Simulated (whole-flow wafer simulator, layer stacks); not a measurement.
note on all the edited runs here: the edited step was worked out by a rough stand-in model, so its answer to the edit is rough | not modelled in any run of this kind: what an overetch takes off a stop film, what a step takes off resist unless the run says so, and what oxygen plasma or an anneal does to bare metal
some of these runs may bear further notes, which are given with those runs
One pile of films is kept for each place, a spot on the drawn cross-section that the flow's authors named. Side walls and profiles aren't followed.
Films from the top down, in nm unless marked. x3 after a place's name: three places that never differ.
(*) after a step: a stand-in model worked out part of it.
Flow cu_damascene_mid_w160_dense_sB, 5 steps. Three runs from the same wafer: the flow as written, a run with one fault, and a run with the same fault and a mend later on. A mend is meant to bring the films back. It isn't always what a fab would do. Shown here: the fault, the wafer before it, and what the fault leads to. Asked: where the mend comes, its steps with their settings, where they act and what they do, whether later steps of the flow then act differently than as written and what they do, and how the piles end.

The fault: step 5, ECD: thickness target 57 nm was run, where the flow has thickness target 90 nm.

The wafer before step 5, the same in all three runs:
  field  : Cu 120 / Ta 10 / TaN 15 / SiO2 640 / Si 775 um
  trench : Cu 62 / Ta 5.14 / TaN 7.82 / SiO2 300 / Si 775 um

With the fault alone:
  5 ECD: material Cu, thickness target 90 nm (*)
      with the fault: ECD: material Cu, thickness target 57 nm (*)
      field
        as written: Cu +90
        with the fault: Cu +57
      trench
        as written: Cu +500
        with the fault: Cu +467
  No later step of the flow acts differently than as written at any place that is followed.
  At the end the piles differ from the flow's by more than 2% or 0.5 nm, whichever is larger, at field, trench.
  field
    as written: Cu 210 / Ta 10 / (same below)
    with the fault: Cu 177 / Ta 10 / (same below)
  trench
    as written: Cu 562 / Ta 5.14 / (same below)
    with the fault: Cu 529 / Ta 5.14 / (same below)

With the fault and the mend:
  The mend comes after step 5.
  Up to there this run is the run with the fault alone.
  5a ECD: material Cu, thickness target 33 nm (the flow's step 5 once more, with other settings)
      field, trench
        Cu +33
  No later step of the flow acts differently than as written at any place that is followed.
  At the end the piles are the same as the flow's at every place that both follow.
